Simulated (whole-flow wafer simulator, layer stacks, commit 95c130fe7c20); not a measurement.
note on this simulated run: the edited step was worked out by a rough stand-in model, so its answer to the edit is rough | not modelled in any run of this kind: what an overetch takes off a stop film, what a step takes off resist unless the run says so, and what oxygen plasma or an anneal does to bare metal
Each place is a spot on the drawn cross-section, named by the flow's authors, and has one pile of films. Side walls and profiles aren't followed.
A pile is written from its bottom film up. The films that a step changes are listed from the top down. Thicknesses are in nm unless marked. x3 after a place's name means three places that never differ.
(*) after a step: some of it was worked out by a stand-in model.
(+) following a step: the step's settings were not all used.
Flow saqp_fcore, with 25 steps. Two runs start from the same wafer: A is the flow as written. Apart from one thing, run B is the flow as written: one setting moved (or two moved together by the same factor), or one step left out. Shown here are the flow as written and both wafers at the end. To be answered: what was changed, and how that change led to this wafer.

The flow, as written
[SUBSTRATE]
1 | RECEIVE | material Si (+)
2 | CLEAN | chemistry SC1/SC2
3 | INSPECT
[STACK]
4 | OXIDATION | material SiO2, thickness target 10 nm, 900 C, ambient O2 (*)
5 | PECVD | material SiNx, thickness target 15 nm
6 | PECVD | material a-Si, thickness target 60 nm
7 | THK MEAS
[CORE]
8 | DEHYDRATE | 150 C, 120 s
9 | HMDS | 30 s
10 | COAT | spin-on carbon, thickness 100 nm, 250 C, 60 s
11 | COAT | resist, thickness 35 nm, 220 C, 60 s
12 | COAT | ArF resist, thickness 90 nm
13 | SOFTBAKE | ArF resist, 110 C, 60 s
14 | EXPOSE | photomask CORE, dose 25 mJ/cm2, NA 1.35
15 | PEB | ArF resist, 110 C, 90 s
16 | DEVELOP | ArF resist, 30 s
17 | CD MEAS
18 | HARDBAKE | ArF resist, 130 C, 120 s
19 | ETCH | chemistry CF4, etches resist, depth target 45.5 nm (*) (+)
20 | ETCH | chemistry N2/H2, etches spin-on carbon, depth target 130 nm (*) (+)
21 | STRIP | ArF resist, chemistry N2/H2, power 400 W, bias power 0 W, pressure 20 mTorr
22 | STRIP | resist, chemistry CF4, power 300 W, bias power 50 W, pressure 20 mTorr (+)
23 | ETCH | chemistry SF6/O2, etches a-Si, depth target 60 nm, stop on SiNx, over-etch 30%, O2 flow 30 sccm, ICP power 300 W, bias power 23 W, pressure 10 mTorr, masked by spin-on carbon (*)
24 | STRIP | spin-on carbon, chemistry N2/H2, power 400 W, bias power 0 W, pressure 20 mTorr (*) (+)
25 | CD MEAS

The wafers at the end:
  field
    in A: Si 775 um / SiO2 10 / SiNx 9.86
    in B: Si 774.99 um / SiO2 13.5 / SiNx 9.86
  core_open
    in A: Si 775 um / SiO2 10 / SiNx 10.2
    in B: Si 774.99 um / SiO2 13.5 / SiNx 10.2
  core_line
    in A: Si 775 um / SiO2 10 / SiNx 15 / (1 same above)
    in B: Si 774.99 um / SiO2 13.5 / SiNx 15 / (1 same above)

The reason: step 4, OXIDATION: thickness target 13.5 nm was run, while the flow as written has thickness target 10 nm.
The wafer lets one read it off: field has SiO2 13.5, and step 4 as written asks for 10 nm.

The path from the change to this, step by step:
  4 | OXIDATION | material SiO2, thickness target 10 nm, 900 C, ambient O2 (*)
      field, core_open, core_line: A +10 SiO2 (new film), -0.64 chemical SiO2 (all of it), -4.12 Si | B +13.5 SiO2 (new film), -0.64 chemical SiO2 (all of it), -5.66 Si
